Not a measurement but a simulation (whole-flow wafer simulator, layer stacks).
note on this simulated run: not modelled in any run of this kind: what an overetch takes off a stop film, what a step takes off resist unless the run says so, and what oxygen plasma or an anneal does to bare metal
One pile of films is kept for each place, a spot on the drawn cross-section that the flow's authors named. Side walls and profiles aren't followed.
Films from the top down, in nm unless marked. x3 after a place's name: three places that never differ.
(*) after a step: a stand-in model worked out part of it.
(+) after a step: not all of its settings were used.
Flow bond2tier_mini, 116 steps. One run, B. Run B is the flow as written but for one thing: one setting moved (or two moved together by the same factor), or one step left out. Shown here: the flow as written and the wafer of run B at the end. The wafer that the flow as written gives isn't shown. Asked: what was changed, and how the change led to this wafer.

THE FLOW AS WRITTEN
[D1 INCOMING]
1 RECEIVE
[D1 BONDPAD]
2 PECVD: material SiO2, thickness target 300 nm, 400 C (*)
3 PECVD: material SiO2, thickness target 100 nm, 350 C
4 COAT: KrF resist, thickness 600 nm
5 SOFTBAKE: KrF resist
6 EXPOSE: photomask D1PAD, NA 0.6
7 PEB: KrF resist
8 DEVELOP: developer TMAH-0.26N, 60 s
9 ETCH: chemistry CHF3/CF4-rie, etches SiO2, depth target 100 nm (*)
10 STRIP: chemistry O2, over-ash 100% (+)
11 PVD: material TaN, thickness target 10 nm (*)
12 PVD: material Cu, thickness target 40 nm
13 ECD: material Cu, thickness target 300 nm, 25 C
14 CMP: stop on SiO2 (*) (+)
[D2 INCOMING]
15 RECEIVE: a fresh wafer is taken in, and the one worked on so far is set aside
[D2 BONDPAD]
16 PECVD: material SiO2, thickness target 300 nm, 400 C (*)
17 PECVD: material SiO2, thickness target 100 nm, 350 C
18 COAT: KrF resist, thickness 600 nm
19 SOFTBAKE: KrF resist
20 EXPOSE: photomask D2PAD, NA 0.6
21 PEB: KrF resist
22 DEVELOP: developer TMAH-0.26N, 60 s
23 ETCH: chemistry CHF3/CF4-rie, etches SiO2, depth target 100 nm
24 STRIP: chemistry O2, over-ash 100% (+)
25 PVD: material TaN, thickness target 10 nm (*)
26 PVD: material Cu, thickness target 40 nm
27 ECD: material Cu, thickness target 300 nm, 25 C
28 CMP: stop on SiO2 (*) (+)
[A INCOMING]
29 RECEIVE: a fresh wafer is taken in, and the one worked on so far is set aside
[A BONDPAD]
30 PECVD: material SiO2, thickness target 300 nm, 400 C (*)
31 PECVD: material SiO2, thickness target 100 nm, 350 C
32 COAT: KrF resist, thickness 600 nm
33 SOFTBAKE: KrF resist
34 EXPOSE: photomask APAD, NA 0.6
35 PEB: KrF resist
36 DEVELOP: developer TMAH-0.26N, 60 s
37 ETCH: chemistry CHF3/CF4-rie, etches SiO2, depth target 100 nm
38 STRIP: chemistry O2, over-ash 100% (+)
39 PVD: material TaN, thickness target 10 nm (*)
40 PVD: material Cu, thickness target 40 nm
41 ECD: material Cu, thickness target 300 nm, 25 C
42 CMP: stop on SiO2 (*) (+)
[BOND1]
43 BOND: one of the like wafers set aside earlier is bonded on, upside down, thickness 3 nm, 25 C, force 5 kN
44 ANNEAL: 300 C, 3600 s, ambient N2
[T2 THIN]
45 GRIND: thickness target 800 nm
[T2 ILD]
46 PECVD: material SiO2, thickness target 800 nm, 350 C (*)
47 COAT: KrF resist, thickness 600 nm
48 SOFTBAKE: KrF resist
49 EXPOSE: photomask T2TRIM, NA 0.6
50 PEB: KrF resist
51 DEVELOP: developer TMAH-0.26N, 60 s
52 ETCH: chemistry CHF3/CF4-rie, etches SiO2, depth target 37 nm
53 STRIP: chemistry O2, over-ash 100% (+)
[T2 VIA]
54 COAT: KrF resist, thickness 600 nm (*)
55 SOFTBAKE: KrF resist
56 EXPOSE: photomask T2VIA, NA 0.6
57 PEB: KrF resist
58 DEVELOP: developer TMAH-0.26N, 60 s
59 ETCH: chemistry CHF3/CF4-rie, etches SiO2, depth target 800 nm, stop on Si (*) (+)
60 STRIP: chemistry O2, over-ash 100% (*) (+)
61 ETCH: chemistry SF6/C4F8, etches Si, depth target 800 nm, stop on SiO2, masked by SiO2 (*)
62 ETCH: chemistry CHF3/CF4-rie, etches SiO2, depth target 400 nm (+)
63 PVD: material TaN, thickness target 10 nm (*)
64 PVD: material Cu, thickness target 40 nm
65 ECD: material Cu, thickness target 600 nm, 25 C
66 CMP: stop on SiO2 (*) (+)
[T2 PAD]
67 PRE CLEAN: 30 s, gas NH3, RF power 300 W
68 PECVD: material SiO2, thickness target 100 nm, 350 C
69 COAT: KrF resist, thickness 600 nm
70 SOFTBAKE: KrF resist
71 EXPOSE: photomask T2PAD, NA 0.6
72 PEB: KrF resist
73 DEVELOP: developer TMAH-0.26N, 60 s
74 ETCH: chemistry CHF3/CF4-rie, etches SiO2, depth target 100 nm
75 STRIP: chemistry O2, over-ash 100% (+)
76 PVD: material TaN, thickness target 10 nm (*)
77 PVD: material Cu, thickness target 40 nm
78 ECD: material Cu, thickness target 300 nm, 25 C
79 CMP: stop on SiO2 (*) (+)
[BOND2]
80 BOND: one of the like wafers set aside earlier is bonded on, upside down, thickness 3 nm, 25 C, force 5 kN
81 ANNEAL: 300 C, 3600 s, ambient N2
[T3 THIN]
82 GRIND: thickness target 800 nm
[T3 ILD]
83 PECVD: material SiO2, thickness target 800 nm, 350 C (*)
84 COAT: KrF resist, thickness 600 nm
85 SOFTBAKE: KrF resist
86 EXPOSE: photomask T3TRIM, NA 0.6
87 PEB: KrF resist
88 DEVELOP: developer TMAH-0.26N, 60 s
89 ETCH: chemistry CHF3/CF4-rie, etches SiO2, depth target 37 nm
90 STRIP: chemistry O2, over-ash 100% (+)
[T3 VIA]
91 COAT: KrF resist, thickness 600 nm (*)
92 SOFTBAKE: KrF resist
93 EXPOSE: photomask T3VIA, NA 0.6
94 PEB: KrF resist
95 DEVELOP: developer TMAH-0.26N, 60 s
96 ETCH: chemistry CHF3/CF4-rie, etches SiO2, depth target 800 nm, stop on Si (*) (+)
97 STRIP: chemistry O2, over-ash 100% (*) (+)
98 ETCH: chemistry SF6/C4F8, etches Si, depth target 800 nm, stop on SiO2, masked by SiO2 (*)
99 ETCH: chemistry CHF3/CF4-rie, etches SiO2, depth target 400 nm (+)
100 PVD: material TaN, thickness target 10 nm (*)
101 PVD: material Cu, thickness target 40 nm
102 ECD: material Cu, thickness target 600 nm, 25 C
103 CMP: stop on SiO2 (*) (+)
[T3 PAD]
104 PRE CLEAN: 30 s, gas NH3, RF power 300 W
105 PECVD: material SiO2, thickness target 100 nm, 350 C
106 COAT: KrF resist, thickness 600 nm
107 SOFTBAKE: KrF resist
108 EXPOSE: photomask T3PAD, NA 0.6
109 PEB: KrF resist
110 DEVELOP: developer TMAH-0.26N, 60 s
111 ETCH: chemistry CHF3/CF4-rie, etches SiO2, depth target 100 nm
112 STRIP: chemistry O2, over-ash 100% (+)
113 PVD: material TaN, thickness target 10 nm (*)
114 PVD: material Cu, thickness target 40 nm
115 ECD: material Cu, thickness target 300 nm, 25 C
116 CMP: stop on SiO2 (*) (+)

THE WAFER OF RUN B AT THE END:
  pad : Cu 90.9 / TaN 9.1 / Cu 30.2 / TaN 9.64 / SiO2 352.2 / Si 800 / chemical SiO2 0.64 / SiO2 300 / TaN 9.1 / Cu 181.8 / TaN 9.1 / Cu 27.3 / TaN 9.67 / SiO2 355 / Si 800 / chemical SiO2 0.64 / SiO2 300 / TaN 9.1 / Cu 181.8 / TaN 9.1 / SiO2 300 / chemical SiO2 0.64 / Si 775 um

The cause: step 89, ETCH: depth target 39.8 nm was run, where the flow has depth target 37 nm.

How the change led to this, step by step:
  89 ETCH: chemistry CHF3/CF4-rie, etches SiO2, depth target 37 nm
      field: KrF resist -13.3 (as written it would be: KrF resist -12.3)
      pad: SiO2 -39.8 (as written it would be: SiO2 -37)
